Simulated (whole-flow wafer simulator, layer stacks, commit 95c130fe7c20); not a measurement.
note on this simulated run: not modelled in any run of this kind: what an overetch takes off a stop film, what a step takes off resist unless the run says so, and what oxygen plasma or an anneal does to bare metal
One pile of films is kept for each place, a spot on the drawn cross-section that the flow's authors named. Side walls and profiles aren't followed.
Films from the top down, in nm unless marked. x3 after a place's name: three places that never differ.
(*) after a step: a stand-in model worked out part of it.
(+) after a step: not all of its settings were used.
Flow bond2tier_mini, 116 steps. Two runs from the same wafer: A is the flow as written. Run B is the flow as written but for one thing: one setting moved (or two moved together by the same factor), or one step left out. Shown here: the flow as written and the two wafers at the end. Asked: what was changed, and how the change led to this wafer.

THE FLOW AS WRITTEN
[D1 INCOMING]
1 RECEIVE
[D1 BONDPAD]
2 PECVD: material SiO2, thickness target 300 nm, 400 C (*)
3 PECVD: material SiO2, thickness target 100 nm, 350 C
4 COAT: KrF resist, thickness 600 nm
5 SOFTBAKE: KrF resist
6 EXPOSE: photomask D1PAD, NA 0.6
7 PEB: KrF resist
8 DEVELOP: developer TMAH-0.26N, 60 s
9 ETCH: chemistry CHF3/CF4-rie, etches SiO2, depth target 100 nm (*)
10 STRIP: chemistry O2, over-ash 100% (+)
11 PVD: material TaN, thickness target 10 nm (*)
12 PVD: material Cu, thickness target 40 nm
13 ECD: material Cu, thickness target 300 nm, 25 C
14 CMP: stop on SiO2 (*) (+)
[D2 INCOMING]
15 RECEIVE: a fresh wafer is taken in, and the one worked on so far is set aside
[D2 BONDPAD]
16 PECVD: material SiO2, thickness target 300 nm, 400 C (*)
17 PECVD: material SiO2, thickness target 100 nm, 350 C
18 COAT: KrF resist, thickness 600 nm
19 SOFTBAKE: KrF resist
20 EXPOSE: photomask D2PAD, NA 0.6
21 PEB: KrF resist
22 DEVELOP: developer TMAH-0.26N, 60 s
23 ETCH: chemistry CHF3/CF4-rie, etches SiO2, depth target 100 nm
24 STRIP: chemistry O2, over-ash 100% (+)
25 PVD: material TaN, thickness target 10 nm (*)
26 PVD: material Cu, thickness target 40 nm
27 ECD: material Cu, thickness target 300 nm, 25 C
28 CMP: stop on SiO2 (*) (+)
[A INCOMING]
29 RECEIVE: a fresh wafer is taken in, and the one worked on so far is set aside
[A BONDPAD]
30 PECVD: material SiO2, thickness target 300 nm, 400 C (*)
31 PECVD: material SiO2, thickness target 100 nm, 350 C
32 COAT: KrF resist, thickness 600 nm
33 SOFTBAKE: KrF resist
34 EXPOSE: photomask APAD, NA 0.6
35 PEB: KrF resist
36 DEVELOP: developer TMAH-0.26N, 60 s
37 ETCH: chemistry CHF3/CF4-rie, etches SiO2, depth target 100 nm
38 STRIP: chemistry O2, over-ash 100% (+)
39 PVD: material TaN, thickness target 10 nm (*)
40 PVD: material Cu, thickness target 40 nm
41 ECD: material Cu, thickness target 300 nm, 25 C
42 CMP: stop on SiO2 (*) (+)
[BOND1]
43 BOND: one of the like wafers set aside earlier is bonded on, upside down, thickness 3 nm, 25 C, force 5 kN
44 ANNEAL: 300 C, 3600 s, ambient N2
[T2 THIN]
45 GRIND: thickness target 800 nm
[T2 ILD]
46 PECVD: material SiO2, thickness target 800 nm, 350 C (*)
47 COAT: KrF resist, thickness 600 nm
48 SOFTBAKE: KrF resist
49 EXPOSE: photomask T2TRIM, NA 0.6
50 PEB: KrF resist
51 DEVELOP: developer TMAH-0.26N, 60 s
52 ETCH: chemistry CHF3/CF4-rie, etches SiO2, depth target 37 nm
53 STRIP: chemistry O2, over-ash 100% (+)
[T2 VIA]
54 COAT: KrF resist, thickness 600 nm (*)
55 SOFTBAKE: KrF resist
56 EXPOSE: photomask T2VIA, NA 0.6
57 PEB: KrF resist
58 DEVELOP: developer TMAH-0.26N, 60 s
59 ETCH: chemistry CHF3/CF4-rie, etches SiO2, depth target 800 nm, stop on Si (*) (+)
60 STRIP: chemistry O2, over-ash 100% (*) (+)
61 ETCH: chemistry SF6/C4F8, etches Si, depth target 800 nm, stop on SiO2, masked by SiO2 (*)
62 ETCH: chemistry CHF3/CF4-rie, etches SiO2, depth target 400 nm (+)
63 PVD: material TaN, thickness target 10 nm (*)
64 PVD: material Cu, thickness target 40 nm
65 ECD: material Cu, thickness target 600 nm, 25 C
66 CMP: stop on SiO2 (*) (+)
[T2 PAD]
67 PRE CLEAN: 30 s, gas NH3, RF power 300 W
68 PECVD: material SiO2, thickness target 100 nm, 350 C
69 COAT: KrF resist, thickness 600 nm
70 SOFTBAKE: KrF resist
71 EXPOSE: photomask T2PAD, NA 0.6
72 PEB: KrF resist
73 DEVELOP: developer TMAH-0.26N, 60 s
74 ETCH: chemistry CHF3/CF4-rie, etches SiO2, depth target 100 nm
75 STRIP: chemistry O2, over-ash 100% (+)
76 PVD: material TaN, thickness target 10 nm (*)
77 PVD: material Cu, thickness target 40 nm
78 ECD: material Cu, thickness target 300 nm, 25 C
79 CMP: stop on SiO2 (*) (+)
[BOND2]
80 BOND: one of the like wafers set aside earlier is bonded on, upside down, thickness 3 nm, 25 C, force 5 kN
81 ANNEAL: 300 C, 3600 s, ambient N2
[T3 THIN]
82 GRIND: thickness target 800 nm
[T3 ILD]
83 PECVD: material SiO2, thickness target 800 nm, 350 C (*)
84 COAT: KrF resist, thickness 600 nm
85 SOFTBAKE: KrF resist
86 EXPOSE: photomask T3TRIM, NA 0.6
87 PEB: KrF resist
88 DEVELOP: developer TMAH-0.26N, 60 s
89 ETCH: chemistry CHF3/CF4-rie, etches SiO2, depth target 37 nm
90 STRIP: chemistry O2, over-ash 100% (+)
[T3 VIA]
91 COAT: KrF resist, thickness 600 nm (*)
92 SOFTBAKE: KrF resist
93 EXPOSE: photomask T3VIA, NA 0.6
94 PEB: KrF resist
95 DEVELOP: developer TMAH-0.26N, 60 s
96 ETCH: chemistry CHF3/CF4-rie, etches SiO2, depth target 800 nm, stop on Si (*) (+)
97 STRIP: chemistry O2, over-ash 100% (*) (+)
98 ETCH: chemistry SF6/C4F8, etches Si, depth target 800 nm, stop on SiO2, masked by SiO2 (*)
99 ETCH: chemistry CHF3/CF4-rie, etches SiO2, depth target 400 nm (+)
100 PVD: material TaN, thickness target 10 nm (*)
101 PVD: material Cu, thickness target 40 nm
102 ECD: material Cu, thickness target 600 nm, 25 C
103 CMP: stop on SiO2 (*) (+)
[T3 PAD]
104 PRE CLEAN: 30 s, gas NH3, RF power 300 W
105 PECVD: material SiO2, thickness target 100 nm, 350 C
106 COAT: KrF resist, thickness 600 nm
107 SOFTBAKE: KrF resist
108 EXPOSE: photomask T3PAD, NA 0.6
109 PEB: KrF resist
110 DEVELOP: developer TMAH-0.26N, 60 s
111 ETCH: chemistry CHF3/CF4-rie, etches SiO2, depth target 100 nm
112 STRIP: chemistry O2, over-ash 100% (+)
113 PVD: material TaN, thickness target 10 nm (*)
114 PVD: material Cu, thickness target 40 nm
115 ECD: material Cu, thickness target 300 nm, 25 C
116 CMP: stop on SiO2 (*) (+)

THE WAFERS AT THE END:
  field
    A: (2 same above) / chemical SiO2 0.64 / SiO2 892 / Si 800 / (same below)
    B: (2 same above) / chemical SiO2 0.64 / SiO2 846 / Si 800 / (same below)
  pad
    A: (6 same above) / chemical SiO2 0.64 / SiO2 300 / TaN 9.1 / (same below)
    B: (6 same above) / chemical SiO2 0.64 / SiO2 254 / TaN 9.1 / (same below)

The cause: step 17, PECVD: thickness target 54 nm was run, where the flow has thickness target 100 nm.

How the change led to this, step by step:
  17 PECVD: material SiO2, thickness target 100 nm, 350 C
      field, pad, via: A SiO2 +100 | B SiO2 +54
  80 BOND: one of the like wafers set aside earlier is bonded on, upside down, thickness 3 nm, 25 C, force 5 kN
      field: A Si +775 um (new film), chemical SiO2 +0.64 (new film), SiO2 +400 | B Si +775 um (new film), chemical SiO2 +0.64 (new film), SiO2 +354
      pad: A Si +775 um (new film), chemical SiO2 +0.64 (new film), SiO2 +300 (new film), TaN +9.1 (new film), Cu +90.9 | B Si +775 um (new film), chemical SiO2 +0.64 (new film), SiO2 +254 (new film), TaN +9.1 (new film), Cu +90.9
